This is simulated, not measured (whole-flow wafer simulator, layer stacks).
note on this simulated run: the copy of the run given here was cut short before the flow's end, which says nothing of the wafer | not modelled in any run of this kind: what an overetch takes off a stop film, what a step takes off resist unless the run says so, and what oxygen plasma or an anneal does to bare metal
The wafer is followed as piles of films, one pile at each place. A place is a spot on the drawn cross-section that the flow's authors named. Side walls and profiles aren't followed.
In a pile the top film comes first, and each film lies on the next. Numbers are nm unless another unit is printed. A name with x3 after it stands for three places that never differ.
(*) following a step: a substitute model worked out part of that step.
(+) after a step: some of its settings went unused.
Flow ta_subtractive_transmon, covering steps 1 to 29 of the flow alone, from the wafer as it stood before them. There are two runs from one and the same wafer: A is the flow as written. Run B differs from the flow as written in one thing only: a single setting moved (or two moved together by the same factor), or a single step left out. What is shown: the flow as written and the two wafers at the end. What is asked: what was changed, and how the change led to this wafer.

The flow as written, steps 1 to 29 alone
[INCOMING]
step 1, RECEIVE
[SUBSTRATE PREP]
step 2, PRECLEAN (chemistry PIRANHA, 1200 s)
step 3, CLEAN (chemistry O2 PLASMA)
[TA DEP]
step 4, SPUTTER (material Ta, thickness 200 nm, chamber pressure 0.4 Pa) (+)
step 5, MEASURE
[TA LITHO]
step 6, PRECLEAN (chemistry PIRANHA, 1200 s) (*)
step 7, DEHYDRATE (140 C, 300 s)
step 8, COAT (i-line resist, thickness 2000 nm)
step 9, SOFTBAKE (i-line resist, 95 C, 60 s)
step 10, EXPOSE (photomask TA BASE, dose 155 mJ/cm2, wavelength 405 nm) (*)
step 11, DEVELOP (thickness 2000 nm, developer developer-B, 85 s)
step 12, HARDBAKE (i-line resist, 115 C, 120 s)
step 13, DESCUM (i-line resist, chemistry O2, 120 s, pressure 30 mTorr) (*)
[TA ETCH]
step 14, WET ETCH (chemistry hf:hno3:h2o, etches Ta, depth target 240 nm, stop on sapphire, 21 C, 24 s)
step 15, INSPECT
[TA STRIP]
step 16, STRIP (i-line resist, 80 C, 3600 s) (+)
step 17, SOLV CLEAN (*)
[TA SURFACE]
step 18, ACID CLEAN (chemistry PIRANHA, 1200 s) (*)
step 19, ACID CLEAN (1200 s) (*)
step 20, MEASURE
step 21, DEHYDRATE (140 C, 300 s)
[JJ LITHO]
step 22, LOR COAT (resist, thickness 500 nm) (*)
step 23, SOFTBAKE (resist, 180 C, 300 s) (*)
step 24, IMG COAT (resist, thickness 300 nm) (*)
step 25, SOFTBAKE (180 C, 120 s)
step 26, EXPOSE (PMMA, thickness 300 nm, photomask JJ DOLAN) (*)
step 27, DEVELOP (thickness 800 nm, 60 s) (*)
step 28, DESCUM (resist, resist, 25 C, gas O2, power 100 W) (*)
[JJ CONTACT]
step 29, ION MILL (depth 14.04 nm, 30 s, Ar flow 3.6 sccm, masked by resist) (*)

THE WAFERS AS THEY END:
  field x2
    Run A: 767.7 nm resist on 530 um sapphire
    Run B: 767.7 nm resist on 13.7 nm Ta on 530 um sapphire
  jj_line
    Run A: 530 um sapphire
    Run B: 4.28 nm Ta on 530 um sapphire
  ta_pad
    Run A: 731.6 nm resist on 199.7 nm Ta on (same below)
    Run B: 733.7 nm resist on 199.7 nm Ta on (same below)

Cause: step 14, WET ETCH: depth target 186 nm was run, while the flow as written has depth target 240 nm; step 14, WET ETCH: 18.6 s was run, where the flow has 24 s.

Step by step, how the change led to this:
  step 14, WET ETCH (chemistry hf:hno3:h2o, etches Ta, depth target 240 nm, stop on sapphire, 21 C, 24 s)
      field x2, jj_line, lead: A -200 Ta (all of it) | B -186 Ta
  step 29, ION MILL (depth 14.04 nm, 30 s, Ar flow 3.6 sccm, masked by resist) (*)
      jj_line, lead: A -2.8 sapphire | B -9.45 Ta
Taking metal films that touch as one body, field x2 has 1 body; the flow as written gives 0 bodies.
Taking metal films that touch as one body, jj_line has 1 body; the flow as written gives 0 bodies.
